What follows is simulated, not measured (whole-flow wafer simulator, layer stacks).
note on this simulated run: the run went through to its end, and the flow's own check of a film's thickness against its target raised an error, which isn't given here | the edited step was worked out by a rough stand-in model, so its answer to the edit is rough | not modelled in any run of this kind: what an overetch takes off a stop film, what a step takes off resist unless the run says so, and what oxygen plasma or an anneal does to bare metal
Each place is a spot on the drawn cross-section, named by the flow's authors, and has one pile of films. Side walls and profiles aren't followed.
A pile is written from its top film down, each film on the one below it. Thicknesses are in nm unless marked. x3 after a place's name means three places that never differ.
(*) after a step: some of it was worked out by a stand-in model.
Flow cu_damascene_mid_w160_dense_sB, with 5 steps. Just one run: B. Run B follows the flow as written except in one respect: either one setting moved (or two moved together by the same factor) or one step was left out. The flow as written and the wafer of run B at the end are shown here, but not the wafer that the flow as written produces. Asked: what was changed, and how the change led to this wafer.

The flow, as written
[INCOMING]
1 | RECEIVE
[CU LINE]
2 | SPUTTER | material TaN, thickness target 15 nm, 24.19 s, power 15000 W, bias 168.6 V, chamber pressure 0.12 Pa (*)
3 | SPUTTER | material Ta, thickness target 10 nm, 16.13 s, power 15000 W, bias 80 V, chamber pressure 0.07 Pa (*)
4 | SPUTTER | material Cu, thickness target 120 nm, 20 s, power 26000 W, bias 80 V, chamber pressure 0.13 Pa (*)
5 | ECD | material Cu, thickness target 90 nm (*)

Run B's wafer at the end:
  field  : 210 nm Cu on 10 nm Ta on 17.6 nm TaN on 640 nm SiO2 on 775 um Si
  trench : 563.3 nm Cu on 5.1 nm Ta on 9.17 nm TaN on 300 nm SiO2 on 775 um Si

Cause: step 2, SPUTTER: thickness target 17.6 nm was run, whereas the flow has thickness target 15 nm; step 2, SPUTTER: 28.42 s was run, where the flow has 24.19 s.
The wafer itself shows it: field has TaN 17.6, and step 2 as written asks for 15 nm.

Step by step, how the change led to this:
  2 | SPUTTER | material TaN, thickness target 15 nm, 24.19 s, power 15000 W, bias 168.6 V, chamber pressure 0.12 Pa (*)
      field: +17.6 TaN (new film) (as written it would have been: +15 TaN (new film))
      trench: +9.17 TaN (new film) (as written it would have been: +7.82 TaN (new film))
